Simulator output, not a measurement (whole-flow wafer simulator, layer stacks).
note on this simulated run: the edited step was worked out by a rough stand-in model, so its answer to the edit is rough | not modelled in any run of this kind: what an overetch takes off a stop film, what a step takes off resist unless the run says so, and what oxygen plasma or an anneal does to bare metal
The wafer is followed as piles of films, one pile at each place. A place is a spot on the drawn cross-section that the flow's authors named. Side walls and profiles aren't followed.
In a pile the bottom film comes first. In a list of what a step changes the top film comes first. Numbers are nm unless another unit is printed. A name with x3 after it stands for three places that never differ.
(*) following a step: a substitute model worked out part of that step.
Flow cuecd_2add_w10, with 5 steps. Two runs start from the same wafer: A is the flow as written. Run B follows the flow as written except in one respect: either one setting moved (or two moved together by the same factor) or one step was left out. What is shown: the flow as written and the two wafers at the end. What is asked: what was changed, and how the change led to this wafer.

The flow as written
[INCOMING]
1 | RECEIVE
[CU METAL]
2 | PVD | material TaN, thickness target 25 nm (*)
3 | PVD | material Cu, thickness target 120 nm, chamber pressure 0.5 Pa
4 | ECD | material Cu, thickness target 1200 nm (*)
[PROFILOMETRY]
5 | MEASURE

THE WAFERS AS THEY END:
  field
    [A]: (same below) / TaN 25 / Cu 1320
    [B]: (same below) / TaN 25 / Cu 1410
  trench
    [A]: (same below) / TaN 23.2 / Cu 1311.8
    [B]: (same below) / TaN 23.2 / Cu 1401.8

What caused this: step 4, ECD: thickness target 1290 nm was run, though the flow has thickness target 1200 nm.

The path from the change to this, step by step:
  4 | ECD | material Cu, thickness target 1200 nm (*)
      field, trench: A Cu gains 1200 | B Cu gains 1290
